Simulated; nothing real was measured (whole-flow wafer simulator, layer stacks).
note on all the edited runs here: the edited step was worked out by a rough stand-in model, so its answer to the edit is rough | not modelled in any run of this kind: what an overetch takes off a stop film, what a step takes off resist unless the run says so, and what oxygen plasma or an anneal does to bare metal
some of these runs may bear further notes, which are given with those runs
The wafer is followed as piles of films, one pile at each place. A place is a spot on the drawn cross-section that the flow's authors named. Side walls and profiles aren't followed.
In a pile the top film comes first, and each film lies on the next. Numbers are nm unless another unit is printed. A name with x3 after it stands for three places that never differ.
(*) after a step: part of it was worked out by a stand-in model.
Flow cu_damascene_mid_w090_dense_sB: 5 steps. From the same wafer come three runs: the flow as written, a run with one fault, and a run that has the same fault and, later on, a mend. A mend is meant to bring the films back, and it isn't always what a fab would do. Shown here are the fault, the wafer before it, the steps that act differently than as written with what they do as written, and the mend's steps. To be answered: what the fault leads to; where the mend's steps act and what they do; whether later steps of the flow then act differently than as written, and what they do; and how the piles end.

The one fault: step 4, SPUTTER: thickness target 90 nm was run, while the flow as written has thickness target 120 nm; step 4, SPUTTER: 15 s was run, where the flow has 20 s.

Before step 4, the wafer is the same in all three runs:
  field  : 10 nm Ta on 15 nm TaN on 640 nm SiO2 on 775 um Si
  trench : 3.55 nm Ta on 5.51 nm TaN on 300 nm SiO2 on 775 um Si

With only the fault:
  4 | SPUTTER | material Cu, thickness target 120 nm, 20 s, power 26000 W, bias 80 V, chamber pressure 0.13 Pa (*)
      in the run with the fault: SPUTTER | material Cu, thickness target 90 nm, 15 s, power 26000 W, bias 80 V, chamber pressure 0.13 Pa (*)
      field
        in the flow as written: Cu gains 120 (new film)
        in the run with the fault: Cu gains 90 (new film)
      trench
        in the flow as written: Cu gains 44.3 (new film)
        in the run with the fault: Cu gains 33.3 (new film)
  Steps further on in the flow that do not act as written:
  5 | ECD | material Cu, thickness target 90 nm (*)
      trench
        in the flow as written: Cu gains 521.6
        in the run with the fault: Cu gains 502.7
  The piles end different from the flow's at field, trench by more than 2% or 0.5 nm, whichever is larger.
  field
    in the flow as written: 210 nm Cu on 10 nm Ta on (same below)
    in the run with the fault: 180 nm Cu on 10 nm Ta on (same below)
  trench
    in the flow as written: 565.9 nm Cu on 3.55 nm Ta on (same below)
    in the run with the fault: 535.9 nm Cu on 3.55 nm Ta on (same below)

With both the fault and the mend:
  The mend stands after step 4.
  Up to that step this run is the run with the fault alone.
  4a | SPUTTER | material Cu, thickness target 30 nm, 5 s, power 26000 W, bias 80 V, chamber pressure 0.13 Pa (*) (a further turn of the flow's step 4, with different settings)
      field
        Cu gains 30
      trench
        Cu gains 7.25
  Every later step of the flow that is run acts as written, at every place that is followed, to within 2% or 0.5 nm, whichever is larger.
  By the end, the piles equal the flow's at every place that both follow.
